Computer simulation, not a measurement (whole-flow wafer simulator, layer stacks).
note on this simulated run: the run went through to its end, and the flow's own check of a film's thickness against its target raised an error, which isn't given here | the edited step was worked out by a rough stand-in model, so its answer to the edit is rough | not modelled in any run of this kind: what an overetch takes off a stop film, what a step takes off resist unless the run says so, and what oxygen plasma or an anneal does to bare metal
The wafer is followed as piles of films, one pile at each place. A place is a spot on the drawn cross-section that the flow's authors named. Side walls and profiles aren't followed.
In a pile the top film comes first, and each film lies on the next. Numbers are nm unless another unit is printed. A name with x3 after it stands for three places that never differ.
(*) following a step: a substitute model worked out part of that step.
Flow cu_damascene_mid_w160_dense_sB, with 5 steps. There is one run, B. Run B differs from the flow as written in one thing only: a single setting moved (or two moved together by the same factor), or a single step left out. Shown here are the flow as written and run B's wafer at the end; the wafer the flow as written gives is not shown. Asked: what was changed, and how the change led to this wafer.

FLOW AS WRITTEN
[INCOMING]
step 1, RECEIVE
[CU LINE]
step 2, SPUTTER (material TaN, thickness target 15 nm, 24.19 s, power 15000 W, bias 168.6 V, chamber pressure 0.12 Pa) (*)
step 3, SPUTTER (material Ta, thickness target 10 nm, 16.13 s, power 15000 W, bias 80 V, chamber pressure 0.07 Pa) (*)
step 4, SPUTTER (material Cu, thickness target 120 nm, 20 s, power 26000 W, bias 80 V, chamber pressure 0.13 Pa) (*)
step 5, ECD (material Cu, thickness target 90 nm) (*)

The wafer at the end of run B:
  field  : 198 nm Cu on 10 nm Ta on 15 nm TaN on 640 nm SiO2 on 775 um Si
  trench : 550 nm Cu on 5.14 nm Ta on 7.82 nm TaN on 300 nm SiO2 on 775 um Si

The reason: step 4, SPUTTER: thickness target 108 nm was run, whereas the flow has thickness target 120 nm; step 4, SPUTTER: 18 s was run, where the flow has 20 s.

How this came from the change, step by step:
  step 4, SPUTTER (material Cu, thickness target 120 nm, 20 s, power 26000 W, bias 80 V, chamber pressure 0.13 Pa) (*)
      field: +108 Cu (new film) (as written it would have been: +120 Cu (new film))
      trench: +55.8 Cu (new film) (as written it would have been: +62 Cu (new film))
